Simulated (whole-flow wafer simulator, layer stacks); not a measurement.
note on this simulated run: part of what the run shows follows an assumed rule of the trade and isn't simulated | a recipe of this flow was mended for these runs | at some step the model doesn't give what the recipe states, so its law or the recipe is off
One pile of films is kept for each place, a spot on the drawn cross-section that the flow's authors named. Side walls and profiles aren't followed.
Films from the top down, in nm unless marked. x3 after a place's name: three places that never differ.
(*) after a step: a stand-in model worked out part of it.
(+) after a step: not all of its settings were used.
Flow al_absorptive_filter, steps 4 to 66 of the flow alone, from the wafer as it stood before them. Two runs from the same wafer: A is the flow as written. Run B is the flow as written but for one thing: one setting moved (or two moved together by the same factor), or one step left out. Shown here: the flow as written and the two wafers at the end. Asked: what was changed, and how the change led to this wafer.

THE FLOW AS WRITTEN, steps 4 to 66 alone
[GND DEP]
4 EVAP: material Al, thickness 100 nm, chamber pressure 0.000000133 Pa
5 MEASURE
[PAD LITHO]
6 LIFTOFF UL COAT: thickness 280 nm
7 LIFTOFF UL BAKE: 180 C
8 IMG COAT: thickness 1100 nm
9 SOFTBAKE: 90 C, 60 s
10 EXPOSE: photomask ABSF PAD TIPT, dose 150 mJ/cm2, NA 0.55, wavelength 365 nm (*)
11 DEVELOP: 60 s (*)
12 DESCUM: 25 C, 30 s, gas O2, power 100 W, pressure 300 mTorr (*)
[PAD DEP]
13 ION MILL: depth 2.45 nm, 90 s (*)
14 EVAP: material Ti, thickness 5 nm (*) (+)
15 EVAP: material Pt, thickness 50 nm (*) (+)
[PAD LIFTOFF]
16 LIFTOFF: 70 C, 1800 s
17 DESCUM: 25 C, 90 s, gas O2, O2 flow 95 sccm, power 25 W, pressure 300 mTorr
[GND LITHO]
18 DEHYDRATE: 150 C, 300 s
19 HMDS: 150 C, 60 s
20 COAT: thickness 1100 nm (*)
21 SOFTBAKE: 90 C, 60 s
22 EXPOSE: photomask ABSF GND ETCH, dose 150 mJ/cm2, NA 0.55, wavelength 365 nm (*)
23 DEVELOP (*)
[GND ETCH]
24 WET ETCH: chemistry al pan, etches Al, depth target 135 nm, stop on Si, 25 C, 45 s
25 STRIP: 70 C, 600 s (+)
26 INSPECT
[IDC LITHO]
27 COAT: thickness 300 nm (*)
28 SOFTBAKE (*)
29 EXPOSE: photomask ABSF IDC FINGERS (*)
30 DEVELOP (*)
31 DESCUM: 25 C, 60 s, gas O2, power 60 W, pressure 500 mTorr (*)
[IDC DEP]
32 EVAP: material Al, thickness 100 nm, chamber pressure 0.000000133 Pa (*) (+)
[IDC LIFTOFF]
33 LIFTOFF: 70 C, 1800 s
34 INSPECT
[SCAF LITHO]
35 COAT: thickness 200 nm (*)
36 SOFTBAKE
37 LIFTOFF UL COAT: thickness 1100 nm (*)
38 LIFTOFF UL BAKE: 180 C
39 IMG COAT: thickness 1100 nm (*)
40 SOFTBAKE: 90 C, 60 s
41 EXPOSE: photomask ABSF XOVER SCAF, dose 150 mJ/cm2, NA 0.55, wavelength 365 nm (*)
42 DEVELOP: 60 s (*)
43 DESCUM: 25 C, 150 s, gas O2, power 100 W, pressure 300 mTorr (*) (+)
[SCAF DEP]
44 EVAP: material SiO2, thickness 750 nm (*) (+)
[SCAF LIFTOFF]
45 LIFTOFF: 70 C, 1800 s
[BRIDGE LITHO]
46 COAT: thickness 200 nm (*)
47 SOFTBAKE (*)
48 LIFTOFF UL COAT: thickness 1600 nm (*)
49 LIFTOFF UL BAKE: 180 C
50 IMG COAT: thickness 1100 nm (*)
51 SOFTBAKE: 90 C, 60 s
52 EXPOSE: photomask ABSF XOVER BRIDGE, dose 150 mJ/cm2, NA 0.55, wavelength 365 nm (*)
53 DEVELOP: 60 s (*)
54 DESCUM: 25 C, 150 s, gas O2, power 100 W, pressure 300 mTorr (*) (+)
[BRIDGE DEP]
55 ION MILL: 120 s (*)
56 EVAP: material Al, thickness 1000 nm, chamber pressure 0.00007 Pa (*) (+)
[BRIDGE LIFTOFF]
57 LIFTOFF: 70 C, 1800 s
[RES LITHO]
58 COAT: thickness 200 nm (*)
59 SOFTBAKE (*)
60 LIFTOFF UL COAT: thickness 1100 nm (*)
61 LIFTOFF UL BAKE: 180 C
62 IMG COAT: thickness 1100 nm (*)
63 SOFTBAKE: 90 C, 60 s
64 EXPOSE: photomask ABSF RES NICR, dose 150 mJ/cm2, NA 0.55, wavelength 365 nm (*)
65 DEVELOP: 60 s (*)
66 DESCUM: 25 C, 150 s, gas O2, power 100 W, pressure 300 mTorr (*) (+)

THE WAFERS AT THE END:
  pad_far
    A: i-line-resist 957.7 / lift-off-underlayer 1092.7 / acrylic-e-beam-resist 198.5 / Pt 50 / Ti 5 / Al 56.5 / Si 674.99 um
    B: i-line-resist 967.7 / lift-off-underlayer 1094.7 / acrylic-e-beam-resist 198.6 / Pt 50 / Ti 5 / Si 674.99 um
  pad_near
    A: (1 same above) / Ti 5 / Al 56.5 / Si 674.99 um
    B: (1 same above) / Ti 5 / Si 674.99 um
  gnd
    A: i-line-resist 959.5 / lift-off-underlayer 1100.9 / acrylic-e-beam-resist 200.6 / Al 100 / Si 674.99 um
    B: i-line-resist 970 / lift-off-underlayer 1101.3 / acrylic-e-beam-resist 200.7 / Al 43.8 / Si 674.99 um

The cause: step 4, EVAP: thickness 43.75 nm was run, where the flow has thickness 100 nm.
It can be read off the wafer: gnd has Al 43.8, and step 4 as written asks for 100 nm.

How the change led to this, step by step:
  4 EVAP: material Al, thickness 100 nm, chamber pressure 0.000000133 Pa
      gnd, pad_far, pad_near and 11 more: A Al +100 (new film) | B Al +43.8 (new film)
  13 ION MILL: depth 2.45 nm, 90 s (*)
      pad_far, pad_near: A Al -30.2 | B Al -30.4 (all of it)
  24 WET ETCH: chemistry al pan, etches Al, depth target 135 nm, stop on Si, 25 C, 45 s
      res, xl_gap, idc_field, idc_line, idc_space: A Al -86.7 (all of it) | B Al -30.4 (all of it)
  27 COAT: thickness 300 nm (*)
      ledge: A e-beam-resist +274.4 (new film) | B e-beam-resist +290.8 (new film)
      res: A e-beam-resist +349.6 (new film) | B e-beam-resist +322.7 (new film)
      (and at 2 more places)
  33 LIFTOFF: 70 C, 1800 s
      ledge: A Al -100 (all of it), e-beam-resist -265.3 (all of it) | B Al -100 (all of it), e-beam-resist -281.8 (all of it)
      res: A Al -100 (all of it), e-beam-resist -340.6 (all of it) | B Al -100 (all of it), e-beam-resist -313.7 (all of it)
      (and at 2 more places)
  35 COAT: thickness 200 nm (*)
      ledge: A acrylic-e-beam-resist +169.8 (new film) | B acrylic-e-beam-resist +188.7 (new film)
      res: A acrylic-e-beam-resist +231.4 (new film) | B acrylic-e-beam-resist +214.9 (new film)
      (and at 2 more places)
  37 LIFTOFF UL COAT: thickness 1100 nm (*)
      res: A lift-off-underlayer +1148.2 (new film) | B lift-off-underlayer +1121.6 (new film)
  43 DESCUM: 25 C, 150 s, gas O2, power 100 W, pressure 300 mTorr (*) (+)
      gnd, pad_far, pad_near and 7 more: A i-line-resist -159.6 | B i-line-resist -137.7
      xl_gap: A acrylic-e-beam-resist -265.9 (all of it) | B acrylic-e-beam-resist -229.6 (all of it)
      (and at 1 more place)
  45 LIFTOFF: 70 C, 1800 s
      gnd, xa_field, xl_land, idc_field: A SiO2 -750 (all of it), i-line-resist -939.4 (all of it), lift-off-underlayer -1100 (all of it), acrylic-e-beam-resist -200 (all of it) | B SiO2 -750 (all of it), i-line-resist -961.2 (all of it), lift-off-underlayer -1100 (all of it), acrylic-e-beam-resist -200 (all of it)
      pad_far: A SiO2 -750 (all of it), i-line-resist -937 (all of it), lift-off-underlayer -1092.7 (all of it), acrylic-e-beam-resist -198.5 (all of it) | B SiO2 -750 (all of it), i-line-resist -958.8 (all of it), lift-off-underlayer -1094.7 (all of it), acrylic-e-beam-resist -198.6 (all of it)
      (and at 4 more places)
  46 COAT: thickness 200 nm (*)
      ledge: A acrylic-e-beam-resist +169.8 (new film) | B acrylic-e-beam-resist +188.7 (new film)
      res: A acrylic-e-beam-resist +231.4 (new film) | B acrylic-e-beam-resist +214.9 (new film)
      (and at 2 more places)
  48 LIFTOFF UL COAT: thickness 1600 nm (*)
      xl_gap: A lift-off-underlayer +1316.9 (new film) | B lift-off-underlayer +1286.8 (new film)
  53 DEVELOP: 60 s (*)
      xl_gap: A i-line-resist -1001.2 (all of it), lift-off-underlayer -1316.9 (all of it) | B i-line-resist -997.1 (all of it), lift-off-underlayer -1286.8 (all of it)
  54 DESCUM: 25 C, 150 s, gas O2, power 100 W, pressure 300 mTorr (*) (+)
      xl_gap: A acrylic-e-beam-resist -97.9 (all of it) | B acrylic-e-beam-resist -81.7 (all of it)
      xl_turn: A acrylic-e-beam-resist -141.8 (all of it) | B acrylic-e-beam-resist -151.3 (all of it)
  57 LIFTOFF: 70 C, 1800 s
      ledge: A Al -1000 (all of it), i-line-resist -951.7 (all of it), lift-off-underlayer -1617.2 (all of it), acrylic-e-beam-resist -169.8 (all of it) | B Al -1000 (all of it), i-line-resist -945.4 (all of it), lift-off-underlayer -1607.9 (all of it), acrylic-e-beam-resist -188.7 (all of it)
      res: A Al -1000 (all of it), i-line-resist -954.3 (all of it), lift-off-underlayer -1653.2 (all of it), acrylic-e-beam-resist -231.4 (all of it) | B Al -1000 (all of it), i-line-resist -947 (all of it), lift-off-underlayer -1623.8 (all of it), acrylic-e-beam-resist -214.9 (all of it)
  58 COAT: thickness 200 nm (*)
      ledge: A acrylic-e-beam-resist +169.8 (new film) | B acrylic-e-beam-resist +188.7 (new film)
      res: A acrylic-e-beam-resist +231.4 (new film) | B acrylic-e-beam-resist +214.9 (new film)
      (and at 2 more places)
  60 LIFTOFF UL COAT: thickness 1100 nm (*)
      res: A lift-off-underlayer +1148.2 (new film) | B lift-off-underlayer +1121.6 (new film)
      xl_gap: A lift-off-underlayer +831.4 (new film) | B lift-off-underlayer +798.9 (new film)
  ... 1 more step ...
  66 DESCUM: 25 C, 150 s, gas O2, power 100 W, pressure 300 mTorr (*) (+)
      gnd, pad_far, xa_field and 8 more: A i-line-resist -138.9 | B i-line-resist -128.9
      ledge: A acrylic-e-beam-resist -169.8 (all of it) | B acrylic-e-beam-resist -188.7 (all of it)
      (and at 1 more place)
